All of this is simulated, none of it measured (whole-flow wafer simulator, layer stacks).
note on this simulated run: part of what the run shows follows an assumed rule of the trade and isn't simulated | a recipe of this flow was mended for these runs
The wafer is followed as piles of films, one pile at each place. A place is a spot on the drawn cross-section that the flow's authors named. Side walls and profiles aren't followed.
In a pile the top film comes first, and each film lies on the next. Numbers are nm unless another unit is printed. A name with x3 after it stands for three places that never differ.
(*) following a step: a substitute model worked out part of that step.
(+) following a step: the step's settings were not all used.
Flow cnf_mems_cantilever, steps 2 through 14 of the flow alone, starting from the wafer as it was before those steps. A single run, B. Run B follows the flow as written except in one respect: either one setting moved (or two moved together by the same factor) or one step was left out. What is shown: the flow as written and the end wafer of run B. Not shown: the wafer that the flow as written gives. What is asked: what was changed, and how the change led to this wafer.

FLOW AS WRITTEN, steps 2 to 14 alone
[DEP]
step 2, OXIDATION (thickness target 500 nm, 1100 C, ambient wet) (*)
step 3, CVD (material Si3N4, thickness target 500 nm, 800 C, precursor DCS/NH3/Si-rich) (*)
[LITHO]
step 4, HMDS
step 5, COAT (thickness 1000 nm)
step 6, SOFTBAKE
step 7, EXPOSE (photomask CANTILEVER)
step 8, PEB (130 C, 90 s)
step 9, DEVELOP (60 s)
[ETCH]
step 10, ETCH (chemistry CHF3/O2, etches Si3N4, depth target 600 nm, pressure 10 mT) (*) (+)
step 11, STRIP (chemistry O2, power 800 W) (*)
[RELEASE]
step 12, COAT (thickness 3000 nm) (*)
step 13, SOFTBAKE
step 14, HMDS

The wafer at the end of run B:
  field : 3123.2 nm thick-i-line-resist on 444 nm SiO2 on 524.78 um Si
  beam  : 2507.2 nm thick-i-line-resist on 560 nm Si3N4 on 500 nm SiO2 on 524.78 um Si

The reason: step 3, CVD: thickness target 560 nm was run, though the flow has thickness target 500 nm; step 10, ETCH: depth target 672 nm was run, where the flow has depth target 600 nm.
One can read it off the wafer: beam has Si3N4 560, and step 3 as written asks for 500 nm.

How this came from the change, step by step:
  step 3, CVD (material Si3N4, thickness target 500 nm, 800 C, precursor DCS/NH3/Si-rich) (*)
      field, beam: Si3N4 gains 560 (new film) (it would be, as written: Si3N4 gains 500 (new film))
  step 10, ETCH (chemistry CHF3/O2, etches Si3N4, depth target 600 nm, pressure 10 mT) (*) (+)
      field: Si3N4 loses 560 (all of it), SiO2 loses 56 (it would be, as written: Si3N4 loses 500 (all of it), SiO2 loses 50)
      beam: KrF-resist loses 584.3 (it would be, as written: KrF-resist loses 521.7)
  step 11, STRIP (chemistry O2, power 800 W) (*)
      beam: KrF-resist loses 398.3 (all of it) (it would be, as written: KrF-resist loses 460.9 (all of it))
  step 13, SOFTBAKE
      field: thick-i-line-resist gains 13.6 (it would be, as written: thick-i-line-resist gains 11.9)
      beam: thick-i-line-resist loses 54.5 (it would be, as written: thick-i-line-resist loses 47.6)
